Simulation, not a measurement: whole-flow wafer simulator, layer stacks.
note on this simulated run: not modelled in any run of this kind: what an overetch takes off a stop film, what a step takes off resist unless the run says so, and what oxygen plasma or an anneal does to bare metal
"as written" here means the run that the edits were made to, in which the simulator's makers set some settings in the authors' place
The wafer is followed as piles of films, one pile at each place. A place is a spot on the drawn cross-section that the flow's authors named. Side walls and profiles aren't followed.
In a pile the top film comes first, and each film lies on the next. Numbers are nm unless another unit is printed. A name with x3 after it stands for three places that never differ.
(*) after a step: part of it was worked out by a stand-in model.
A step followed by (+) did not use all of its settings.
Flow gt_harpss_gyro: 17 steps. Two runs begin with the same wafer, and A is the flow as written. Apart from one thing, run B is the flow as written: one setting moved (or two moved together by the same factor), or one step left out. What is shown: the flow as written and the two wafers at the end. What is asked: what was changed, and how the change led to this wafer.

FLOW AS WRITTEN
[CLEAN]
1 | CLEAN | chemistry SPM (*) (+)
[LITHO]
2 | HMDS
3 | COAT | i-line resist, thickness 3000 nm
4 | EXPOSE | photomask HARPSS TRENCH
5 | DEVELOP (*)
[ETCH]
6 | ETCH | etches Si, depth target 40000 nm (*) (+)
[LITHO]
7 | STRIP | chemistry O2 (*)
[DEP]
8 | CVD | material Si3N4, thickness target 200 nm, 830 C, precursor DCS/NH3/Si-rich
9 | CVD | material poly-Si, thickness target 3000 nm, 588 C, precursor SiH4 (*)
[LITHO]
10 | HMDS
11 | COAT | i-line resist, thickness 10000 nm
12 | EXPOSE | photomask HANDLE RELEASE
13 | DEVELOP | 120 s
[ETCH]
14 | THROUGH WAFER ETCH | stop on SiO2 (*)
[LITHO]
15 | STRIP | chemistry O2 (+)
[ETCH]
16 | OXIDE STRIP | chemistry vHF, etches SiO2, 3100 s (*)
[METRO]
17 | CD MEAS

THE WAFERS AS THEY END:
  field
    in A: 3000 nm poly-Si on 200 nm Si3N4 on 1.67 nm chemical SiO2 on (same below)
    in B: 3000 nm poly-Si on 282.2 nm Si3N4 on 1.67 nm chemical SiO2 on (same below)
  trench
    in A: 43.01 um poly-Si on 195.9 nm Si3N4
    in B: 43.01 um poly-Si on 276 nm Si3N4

Cause: step 8, CVD: thickness target 282.2 nm was run, whereas the flow has thickness target 200 nm.
The wafer itself shows it: field has Si3N4 282.2, and step 8 as written asks for 200 nm.

The path from the change to this, step by step:
  8 | CVD | material Si3N4, thickness target 200 nm, 830 C, precursor DCS/NH3/Si-rich
      field: A +200 Si3N4 (new film) | B +282.2 Si3N4 (new film)
      trench: A +195.9 Si3N4 (new film) | B +276 Si3N4 (new film)
